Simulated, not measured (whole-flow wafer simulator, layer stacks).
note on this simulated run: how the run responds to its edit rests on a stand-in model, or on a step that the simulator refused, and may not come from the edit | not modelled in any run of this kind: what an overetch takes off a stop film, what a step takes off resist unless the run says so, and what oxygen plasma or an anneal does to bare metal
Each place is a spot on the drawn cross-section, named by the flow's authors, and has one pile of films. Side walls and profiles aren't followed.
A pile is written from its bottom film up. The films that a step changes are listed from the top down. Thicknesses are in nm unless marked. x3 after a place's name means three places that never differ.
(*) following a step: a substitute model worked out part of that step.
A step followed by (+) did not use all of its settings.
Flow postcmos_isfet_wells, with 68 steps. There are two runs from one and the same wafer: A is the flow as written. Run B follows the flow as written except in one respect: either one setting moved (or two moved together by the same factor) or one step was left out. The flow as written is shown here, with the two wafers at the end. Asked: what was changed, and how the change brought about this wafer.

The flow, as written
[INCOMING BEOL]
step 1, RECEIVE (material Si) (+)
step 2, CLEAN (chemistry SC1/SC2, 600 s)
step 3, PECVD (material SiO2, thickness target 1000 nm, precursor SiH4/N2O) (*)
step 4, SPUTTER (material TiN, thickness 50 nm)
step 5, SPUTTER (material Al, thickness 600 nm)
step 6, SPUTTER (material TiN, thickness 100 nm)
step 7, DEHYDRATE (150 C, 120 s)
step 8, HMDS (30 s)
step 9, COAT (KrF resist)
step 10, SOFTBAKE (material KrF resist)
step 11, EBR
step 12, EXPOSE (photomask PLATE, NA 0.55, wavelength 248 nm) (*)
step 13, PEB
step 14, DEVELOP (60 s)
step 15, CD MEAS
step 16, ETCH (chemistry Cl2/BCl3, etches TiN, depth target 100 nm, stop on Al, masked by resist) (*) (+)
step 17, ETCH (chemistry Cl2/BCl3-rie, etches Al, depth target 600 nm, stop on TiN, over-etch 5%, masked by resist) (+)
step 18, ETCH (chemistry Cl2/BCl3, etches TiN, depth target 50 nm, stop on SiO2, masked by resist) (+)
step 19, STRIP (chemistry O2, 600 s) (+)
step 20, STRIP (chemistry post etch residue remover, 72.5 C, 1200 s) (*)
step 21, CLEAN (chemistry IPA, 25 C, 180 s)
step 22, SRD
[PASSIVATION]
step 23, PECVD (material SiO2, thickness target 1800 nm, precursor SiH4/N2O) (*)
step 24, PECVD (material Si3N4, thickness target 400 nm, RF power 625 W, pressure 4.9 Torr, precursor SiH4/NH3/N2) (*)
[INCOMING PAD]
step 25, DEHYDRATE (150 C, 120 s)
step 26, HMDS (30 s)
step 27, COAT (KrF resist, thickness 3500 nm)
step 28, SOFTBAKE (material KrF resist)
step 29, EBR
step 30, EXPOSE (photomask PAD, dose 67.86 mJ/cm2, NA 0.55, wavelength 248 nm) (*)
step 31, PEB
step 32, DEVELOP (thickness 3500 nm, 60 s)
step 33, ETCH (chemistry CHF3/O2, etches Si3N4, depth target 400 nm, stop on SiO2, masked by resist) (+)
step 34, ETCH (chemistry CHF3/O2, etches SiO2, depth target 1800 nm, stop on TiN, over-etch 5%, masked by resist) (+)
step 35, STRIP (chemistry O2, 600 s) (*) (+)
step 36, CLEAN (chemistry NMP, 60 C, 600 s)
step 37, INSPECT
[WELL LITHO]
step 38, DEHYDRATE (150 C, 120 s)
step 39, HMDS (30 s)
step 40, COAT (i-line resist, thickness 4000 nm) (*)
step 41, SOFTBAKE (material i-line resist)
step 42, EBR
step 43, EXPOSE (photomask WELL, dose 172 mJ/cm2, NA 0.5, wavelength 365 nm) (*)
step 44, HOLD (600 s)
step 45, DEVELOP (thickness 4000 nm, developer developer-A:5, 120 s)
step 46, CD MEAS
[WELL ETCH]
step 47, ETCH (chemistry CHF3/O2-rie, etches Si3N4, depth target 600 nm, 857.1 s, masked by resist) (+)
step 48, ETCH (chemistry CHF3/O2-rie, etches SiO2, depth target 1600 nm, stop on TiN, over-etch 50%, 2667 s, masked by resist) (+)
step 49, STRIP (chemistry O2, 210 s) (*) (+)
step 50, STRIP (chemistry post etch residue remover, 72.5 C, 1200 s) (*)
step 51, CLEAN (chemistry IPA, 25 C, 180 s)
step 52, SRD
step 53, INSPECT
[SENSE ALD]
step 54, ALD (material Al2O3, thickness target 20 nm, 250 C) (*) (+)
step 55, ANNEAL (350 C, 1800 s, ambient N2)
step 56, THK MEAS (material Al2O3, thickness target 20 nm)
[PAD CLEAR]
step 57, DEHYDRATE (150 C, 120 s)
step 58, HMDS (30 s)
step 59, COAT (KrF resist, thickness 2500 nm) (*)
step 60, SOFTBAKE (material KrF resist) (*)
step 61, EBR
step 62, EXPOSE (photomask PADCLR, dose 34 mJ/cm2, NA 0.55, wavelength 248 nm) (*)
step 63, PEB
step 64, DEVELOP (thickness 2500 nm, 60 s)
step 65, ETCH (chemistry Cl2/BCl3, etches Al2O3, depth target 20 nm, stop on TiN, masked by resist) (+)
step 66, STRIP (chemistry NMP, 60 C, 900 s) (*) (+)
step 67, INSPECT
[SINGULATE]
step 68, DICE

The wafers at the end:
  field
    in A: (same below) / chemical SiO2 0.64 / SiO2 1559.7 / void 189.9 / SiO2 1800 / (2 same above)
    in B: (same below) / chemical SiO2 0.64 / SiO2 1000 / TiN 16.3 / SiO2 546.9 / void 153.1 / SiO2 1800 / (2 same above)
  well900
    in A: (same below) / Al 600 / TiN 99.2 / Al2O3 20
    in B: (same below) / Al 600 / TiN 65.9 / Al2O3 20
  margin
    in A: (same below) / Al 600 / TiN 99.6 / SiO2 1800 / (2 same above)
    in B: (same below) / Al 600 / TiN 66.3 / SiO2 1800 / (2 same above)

Cause: step 6, SPUTTER: thickness 66.7 nm was run, though the flow has thickness 100 nm; step 18, ETCH: depth target 33.3 nm was run, where the flow has depth target 50 nm.

How this came from the change, step by step:
  step 6, SPUTTER (material TiN, thickness 100 nm)
      field, margin, well900 and 6 more: A TiN gains 100 (new film) | B TiN gains 66.7 (new film)
  step 16, ETCH (chemistry Cl2/BCl3, etches TiN, depth target 100 nm, stop on Al, masked by resist) (*) (+)
      field: A TiN loses 100 (all of it) | B TiN loses 66.7 (all of it)
  step 18, ETCH (chemistry Cl2/BCl3, etches TiN, depth target 50 nm, stop on SiO2, masked by resist) (+)
      field: A TiN loses 50 (all of it) | B TiN loses 33.3
      margin, well900, well1300, well2000, well3000, pad_rim, pad_clr, pad_open: A KrF resist loses 20 | B KrF resist loses 13.3
  step 23, PECVD (material SiO2, thickness target 1800 nm, precursor SiH4/N2O) (*)
      field: A SiO2 gains 1800 (new film), void gains 189.9 (new film), SiO2 gains 559.7 | B SiO2 gains 1800 (new film), void gains 153.1 (new film), SiO2 gains 546.9 (new film)
With metal films that touch counted as one body, field has 1 body; the flow as written gives 0 bodies.
